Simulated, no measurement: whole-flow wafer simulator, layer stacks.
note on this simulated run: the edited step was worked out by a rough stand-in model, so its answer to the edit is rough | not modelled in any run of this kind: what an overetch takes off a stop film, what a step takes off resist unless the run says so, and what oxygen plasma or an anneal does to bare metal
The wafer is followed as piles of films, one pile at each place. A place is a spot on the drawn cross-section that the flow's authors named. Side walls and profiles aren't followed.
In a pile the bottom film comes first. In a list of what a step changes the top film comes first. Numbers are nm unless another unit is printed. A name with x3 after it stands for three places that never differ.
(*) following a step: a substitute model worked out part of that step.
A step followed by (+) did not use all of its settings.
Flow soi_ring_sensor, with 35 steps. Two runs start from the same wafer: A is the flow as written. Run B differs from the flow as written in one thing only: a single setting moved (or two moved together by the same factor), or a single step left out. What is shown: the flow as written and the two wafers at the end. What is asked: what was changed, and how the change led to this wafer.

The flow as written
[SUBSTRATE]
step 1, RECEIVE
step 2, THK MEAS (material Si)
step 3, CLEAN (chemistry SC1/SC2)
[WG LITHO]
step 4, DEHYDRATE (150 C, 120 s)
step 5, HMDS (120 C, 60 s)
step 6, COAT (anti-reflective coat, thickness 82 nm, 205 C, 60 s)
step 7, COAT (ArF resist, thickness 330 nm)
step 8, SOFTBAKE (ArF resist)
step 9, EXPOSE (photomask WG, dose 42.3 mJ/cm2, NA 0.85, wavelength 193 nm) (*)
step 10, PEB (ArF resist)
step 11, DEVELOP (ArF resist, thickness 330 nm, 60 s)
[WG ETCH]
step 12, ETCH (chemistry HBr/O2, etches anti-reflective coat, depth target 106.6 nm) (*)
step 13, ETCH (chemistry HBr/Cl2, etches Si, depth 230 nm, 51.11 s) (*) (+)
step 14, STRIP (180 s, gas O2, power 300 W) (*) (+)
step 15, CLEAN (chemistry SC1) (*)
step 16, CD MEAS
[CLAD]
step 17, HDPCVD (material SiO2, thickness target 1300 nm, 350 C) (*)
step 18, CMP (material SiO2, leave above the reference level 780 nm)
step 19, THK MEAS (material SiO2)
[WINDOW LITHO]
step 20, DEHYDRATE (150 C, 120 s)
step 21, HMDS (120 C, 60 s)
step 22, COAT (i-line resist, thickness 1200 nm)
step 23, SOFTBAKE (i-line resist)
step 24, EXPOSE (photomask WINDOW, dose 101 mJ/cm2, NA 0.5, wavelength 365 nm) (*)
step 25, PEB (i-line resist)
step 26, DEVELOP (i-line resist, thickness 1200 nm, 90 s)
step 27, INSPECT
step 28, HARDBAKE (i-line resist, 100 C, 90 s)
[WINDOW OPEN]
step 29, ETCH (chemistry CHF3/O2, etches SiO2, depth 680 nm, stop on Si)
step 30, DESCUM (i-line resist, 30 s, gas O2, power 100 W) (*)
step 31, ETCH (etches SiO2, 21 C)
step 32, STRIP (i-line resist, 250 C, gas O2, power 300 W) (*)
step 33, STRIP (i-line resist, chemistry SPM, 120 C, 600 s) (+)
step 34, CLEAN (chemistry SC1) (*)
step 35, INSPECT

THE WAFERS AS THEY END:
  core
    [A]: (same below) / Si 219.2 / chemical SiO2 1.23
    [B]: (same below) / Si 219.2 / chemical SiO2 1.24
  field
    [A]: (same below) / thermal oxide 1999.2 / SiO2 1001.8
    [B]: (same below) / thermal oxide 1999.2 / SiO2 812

Cause: step 17, HDPCVD: thickness target 812 nm was run, whereas the flow has thickness target 1300 nm.

How this came from the change, step by step:
  step 17, HDPCVD (material SiO2, thickness target 1300 nm, 350 C) (*)
      core, gap, window, field, core_clad, gap_clad: A +1300 SiO2 (new film) | B +812 SiO2 (new film)
  step 18, CMP (material SiO2, leave above the reference level 780 nm)
      gap, window, field, gap_clad: A -298.2 SiO2 | B nothing
      core, core_clad: A -520 SiO2 | B -32 SiO2
  step 22, COAT (i-line resist, thickness 1200 nm)
      core, core_clad: A +1200 i-line resist (new film) | B +1036.1 i-line resist (new film)
      gap, gap_clad: A +1200 i-line resist (new film) | B +1227.8 i-line resist (new film)
  step 23, SOFTBAKE (i-line resist)
      core, core_clad: A nothing | B -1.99 i-line resist
      gap, gap_clad: A nothing | B -2.47 i-line resist
      (also at 1 further place)
  step 25, PEB (i-line resist)
      core, core_clad: A -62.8 i-line resist | B -53.8 i-line resist
      gap, gap_clad: A -62.8 i-line resist | B -64.2 i-line resist
  step 26, DEVELOP (i-line resist, thickness 1200 nm, 90 s)
      core: A -1137.2 i-line resist (all of it) | B -980.3 i-line resist (all of it)
      gap: A -1137.2 i-line resist (all of it) | B -1161.1 i-line resist (all of it)
  step 32, STRIP (i-line resist, 250 C, gas O2, power 300 W) (*)
      core_clad: A -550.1 i-line resist (all of it) | B -393.5 i-line resist (all of it)
